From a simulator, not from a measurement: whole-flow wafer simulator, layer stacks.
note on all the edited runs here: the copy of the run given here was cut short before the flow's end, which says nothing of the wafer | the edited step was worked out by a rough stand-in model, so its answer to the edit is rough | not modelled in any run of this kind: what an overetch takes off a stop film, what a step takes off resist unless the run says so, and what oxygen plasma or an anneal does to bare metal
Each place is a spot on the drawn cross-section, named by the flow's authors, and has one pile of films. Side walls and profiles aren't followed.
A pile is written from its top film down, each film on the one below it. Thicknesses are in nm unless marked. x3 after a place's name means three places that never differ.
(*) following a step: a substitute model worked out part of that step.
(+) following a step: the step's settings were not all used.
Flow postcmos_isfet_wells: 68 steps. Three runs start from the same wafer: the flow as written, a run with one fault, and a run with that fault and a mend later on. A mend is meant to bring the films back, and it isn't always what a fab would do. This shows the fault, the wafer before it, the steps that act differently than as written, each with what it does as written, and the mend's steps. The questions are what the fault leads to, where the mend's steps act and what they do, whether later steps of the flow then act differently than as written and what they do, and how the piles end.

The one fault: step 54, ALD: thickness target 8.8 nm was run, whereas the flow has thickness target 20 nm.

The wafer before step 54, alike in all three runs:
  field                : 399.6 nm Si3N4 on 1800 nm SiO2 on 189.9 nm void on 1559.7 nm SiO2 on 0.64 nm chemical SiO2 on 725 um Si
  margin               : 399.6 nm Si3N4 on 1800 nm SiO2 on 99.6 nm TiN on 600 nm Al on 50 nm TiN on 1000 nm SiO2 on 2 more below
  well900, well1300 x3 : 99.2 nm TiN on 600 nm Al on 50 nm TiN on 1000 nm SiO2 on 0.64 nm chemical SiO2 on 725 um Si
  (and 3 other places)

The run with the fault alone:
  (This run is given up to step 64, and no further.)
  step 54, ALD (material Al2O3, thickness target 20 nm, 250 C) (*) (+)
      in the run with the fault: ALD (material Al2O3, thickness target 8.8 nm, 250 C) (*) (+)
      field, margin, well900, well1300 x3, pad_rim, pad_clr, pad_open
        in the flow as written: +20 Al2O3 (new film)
        in the run with the fault: +8.8 Al2O3 (new film)
  None of the later steps of the flow up to step 64 differs from how it acts as written, at any place that is followed, by more than 2% or 0.5 nm, whichever is larger.
  Once step 64 is done, the piles at field, margin, pad_rim, pad_clr, pad_open depart from the flow's by more than 2% or 0.5 nm, whichever is larger.
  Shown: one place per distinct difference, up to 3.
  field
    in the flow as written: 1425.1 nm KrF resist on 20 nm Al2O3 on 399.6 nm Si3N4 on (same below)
    in the run with the fault: 1398.9 nm KrF resist on 8.8 nm Al2O3 on 399.6 nm Si3N4 on (same below)
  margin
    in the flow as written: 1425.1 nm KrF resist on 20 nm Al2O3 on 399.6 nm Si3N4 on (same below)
    in the run with the fault: 1398.8 nm KrF resist on 8.8 nm Al2O3 on 399.6 nm Si3N4 on (same below)
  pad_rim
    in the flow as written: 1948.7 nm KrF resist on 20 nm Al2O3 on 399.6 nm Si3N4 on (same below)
    in the run with the fault: 1948.8 nm KrF resist on 8.8 nm Al2O3 on 399.6 nm Si3N4 on (same below)

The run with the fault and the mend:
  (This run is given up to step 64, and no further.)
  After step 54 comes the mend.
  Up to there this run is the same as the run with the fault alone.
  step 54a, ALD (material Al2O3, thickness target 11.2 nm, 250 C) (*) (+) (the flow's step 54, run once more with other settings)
      field, margin, well900, well1300 x3, pad_rim, pad_clr, pad_open
        +11.2 Al2O3
  None of the later steps of the flow up to step 64 acts differently than as written at any place that is followed.
  The piles after step 64 are the same as the flow's at every place that both follow.
